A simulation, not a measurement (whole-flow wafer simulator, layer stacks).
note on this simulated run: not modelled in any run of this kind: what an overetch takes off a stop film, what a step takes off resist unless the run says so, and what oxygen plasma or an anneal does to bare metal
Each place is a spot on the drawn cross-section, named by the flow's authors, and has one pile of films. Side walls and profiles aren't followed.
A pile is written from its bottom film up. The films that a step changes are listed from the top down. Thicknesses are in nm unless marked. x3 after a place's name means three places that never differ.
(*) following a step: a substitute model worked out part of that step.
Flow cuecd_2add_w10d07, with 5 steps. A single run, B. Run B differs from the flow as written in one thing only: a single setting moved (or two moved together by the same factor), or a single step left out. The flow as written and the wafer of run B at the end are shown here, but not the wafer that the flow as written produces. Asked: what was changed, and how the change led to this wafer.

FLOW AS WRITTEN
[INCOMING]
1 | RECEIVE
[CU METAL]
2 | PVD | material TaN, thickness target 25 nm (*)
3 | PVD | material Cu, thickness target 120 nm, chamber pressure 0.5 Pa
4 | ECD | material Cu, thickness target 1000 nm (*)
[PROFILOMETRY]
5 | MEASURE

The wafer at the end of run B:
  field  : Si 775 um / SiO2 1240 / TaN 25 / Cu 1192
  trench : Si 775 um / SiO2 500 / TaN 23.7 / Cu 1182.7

Cause: step 3, PVD: thickness target 192 nm was run, though the flow has thickness target 120 nm.

Step by step, how the change led to this:
  3 | PVD | material Cu, thickness target 120 nm, chamber pressure 0.5 Pa
      field: +192 Cu (new film) (it would be, as written: +120 Cu (new film))
      trench: +182.7 Cu (new film) (it would be, as written: +114 Cu (new film))
